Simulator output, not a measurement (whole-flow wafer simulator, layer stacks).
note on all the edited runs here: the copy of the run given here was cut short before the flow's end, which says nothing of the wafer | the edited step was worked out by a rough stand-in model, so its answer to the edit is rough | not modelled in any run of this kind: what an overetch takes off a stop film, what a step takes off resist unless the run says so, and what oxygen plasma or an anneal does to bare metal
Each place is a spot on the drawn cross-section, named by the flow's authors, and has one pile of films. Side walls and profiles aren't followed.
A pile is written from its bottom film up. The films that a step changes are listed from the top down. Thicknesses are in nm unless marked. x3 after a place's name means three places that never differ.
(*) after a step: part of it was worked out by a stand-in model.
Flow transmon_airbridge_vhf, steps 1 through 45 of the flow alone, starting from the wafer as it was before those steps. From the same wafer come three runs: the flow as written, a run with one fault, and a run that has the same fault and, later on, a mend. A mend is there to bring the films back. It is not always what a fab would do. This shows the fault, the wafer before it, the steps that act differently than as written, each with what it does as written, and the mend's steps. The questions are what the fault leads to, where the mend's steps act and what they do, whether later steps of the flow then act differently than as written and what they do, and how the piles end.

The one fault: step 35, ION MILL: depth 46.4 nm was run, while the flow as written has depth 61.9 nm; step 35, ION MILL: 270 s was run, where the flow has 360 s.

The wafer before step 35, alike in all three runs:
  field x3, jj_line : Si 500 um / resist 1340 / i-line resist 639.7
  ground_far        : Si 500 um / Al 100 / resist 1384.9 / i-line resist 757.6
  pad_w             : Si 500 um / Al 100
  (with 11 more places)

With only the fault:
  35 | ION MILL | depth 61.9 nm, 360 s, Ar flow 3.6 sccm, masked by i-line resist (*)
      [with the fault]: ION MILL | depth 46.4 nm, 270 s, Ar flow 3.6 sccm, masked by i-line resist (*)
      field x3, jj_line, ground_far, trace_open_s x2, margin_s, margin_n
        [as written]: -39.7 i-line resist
        [with the fault]: -29.8 i-line resist
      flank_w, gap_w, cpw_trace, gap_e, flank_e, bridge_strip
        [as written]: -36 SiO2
        [with the fault]: -27 SiO2
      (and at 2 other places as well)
  Later steps of the flow acting differently than as written (3 more steps, not shown, differ only slightly: by at most 2% or 0.5 nm, whichever is larger):
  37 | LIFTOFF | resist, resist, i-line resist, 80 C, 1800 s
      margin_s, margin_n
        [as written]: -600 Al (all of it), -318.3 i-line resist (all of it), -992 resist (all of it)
        [with the fault]: -600 Al (all of it), -328.2 i-line resist (all of it), -992 resist (all of it)
  At pad_w, pad_e, the piles at the end differ from the flow's by more than 2% or 0.5 nm, whichever is larger.
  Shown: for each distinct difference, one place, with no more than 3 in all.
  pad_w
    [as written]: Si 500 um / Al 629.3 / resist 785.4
    [with the fault]: Si 500 um / Al 644.8 / resist 782.9

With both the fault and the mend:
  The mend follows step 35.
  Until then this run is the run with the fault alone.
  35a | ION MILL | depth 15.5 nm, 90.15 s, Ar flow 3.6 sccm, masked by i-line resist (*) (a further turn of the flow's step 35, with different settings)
      field x3, jj_line, ground_far, trace_open_s x2, margin_s, margin_n
        -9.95 i-line resist
      flank_w, gap_w, cpw_trace, gap_e, flank_e, bridge_strip
        -9.01 SiO2
      pad_w, pad_e
        -15.5 Al
  Later steps of the flow that are run all act as written at every place that is followed.
  The piles end the same as the flow's at every place that both follow.
